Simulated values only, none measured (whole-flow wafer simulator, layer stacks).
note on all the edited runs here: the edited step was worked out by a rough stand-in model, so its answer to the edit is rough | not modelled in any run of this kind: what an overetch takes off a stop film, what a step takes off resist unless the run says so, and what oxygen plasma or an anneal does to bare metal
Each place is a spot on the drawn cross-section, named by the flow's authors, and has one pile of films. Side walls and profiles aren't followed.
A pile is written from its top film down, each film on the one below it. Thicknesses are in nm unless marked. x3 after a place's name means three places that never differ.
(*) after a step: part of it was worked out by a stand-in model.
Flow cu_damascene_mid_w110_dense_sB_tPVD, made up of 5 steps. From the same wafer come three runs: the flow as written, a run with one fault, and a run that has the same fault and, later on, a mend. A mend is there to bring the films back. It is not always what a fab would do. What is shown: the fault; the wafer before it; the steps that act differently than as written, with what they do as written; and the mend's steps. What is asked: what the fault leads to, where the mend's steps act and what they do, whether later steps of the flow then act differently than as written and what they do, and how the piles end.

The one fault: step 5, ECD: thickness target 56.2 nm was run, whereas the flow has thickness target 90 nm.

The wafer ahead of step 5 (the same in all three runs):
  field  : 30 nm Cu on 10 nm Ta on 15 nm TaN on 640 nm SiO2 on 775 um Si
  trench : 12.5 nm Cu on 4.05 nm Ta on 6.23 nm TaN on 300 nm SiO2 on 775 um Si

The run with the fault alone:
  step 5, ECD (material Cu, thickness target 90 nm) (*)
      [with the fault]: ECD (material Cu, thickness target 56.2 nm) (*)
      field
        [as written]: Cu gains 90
        [with the fault]: Cu gains 56.2
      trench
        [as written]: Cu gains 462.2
        [with the fault]: Cu gains 428.4
  None of the later steps of the flow acts differently than as written at any place that is followed.
  At field, trench, the piles at the end differ from the flow's by more than 2% or 0.5 nm, whichever is larger.
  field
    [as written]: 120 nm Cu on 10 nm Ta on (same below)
    [with the fault]: 86.2 nm Cu on 10 nm Ta on (same below)
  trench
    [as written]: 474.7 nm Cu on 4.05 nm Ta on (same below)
    [with the fault]: 440.9 nm Cu on 4.05 nm Ta on (same below)

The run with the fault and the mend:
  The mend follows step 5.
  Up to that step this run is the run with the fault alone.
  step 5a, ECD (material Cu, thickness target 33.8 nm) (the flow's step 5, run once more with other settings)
      field, trench
        Cu gains 33.8
  None of the later steps of the flow acts differently than as written at any place that is followed.
  By the end, the piles equal the flow's at every place that both follow.
